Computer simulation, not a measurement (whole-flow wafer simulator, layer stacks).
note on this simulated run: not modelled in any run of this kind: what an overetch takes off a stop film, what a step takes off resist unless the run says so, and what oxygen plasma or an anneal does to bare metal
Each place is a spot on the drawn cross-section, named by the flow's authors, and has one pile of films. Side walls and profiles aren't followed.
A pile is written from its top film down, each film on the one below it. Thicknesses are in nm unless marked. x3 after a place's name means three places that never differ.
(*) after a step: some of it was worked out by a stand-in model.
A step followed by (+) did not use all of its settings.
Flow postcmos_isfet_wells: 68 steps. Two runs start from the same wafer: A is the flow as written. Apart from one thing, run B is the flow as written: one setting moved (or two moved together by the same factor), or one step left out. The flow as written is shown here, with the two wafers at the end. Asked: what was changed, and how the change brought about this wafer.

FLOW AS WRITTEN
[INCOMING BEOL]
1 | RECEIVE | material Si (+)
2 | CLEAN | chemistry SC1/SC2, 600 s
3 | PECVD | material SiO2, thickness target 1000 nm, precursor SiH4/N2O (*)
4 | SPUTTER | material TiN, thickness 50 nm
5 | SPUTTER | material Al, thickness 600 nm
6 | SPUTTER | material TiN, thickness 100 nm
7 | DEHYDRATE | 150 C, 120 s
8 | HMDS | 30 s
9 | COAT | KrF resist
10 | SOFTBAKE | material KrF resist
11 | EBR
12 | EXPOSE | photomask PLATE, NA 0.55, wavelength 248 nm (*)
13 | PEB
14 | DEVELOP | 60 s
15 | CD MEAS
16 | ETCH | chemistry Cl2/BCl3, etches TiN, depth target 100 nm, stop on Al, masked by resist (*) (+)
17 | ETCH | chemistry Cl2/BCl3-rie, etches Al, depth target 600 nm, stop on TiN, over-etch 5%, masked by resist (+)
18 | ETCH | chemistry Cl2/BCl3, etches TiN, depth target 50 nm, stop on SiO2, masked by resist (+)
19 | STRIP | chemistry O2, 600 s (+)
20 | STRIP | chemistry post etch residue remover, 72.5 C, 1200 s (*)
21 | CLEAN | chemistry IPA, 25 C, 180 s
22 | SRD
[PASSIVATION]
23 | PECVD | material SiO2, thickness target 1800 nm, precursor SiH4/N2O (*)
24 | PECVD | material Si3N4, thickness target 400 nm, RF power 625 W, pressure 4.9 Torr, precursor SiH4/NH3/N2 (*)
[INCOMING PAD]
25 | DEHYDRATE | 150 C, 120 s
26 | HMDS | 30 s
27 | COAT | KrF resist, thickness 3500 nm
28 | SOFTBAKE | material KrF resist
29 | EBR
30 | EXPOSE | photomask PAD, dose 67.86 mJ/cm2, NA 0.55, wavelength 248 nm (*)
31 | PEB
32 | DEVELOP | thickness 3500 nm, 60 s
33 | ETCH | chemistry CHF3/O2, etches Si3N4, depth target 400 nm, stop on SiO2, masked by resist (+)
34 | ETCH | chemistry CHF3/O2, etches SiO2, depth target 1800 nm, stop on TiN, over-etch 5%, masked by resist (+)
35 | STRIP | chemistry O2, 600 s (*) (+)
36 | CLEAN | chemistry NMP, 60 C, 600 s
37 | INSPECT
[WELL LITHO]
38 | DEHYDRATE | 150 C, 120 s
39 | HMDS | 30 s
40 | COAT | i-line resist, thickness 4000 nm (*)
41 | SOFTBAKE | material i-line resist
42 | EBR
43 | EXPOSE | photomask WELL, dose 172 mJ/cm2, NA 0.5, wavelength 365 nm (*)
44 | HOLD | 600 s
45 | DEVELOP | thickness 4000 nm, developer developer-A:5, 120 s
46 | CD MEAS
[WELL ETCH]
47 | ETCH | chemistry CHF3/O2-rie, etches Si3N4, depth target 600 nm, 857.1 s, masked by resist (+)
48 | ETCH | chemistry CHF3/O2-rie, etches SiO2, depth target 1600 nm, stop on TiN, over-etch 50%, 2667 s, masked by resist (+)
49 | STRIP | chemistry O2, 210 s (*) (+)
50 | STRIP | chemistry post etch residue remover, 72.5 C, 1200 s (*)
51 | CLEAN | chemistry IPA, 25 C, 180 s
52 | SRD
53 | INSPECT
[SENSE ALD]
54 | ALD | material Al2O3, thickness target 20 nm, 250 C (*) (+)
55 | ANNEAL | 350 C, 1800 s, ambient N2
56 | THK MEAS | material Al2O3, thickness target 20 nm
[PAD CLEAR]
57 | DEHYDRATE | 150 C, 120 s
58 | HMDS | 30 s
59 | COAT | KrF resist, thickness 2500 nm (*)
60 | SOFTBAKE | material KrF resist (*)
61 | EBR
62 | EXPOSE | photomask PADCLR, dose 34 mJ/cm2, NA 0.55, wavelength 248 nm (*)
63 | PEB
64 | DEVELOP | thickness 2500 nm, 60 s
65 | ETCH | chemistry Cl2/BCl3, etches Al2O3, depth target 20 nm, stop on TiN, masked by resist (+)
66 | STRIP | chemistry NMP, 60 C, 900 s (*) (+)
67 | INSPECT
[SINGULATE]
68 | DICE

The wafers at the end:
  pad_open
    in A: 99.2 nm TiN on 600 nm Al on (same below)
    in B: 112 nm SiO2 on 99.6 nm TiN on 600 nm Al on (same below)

Cause: step 34, ETCH: depth target 1688 nm was run, while the flow as written has depth target 1800 nm.

How this came from the change, step by step:
  34 | ETCH | chemistry CHF3/O2, etches SiO2, depth target 1800 nm, stop on TiN, over-etch 5%, masked by resist (+)
      pad_open: A SiO2 loses 1800 (all of it) | B SiO2 loses 1688
      field, margin, well900, well1300, well2000, well3000, pad_rim, pad_clr: A KrF resist loses 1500 | B KrF resist loses 1406.7
  35 | STRIP | chemistry O2, 600 s (*) (+)
      field, margin, well900, well1300, well2000, well3000, pad_rim, pad_clr: A KrF resist loses 1638.4 (all of it) | B KrF resist loses 1731.8 (all of it)
  41 | SOFTBAKE | material i-line resist
      pad_clr: A i-line resist loses 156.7 | B i-line resist loses 145.5
      pad_open: A i-line resist gains 115.3 | B i-line resist gains 110.4
  49 | STRIP | chemistry O2, 210 s (*) (+)
      pad_clr: A i-line resist loses 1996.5 (all of it) | B i-line resist loses 2042.6 (all of it)
  59 | COAT | KrF resist, thickness 2500 nm (*)
      pad_clr: A KrF resist gains 1691.6 (new film) | B KrF resist gains 1729.2 (new film)
  64 | DEVELOP | thickness 2500 nm, 60 s
      pad_clr: A KrF resist loses 1682 (all of it) | B KrF resist loses 1720.1 (all of it)
